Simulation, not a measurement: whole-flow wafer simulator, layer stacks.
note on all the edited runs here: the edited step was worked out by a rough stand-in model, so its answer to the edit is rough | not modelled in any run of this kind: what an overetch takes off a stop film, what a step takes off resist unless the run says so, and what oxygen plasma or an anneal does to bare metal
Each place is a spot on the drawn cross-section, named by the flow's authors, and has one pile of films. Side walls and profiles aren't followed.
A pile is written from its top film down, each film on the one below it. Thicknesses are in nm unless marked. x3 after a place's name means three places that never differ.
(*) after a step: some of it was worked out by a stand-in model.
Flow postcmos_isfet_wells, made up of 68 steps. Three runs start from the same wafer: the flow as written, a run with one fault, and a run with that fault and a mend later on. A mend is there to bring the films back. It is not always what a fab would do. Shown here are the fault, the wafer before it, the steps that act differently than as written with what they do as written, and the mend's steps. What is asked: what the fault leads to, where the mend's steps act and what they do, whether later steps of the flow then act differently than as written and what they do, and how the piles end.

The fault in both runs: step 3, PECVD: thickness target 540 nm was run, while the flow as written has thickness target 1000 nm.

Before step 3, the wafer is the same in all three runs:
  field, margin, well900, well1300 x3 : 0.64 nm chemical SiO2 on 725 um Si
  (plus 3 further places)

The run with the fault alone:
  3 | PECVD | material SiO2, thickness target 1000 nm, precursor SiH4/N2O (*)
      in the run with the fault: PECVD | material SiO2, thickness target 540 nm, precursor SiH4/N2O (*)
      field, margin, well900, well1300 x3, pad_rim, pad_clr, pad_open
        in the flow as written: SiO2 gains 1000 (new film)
        in the run with the fault: SiO2 gains 540 (new film)
  Every later step of the flow that is run acts as written at every place that is followed.
  At field, margin, well900, well1300 x3, pad_rim, pad_clr, pad_open, the piles at the end differ from the flow's by more than 2% or 0.5 nm, whichever is larger.
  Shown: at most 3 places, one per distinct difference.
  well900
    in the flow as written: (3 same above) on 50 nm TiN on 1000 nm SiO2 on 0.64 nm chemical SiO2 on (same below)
    in the run with the fault: (3 same above) on 50 nm TiN on 540 nm SiO2 on 0.64 nm chemical SiO2 on (same below)
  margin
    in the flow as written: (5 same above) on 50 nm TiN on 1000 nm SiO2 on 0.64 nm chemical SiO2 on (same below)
    in the run with the fault: (5 same above) on 50 nm TiN on 540 nm SiO2 on 0.64 nm chemical SiO2 on (same below)
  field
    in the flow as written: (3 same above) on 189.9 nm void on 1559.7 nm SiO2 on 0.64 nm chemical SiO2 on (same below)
    in the run with the fault: (3 same above) on 189.9 nm void on 1099.7 nm SiO2 on 0.64 nm chemical SiO2 on (same below)

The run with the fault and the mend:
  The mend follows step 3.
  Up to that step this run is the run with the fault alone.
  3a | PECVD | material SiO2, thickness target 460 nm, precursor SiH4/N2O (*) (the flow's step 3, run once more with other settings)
      field, margin, well900, well1300 x3, pad_rim, pad_clr, pad_open
        SiO2 gains 460
  Every later step of the flow that is run acts as written at every place that is followed.
  By the end, the piles equal the flow's at every place that both follow.
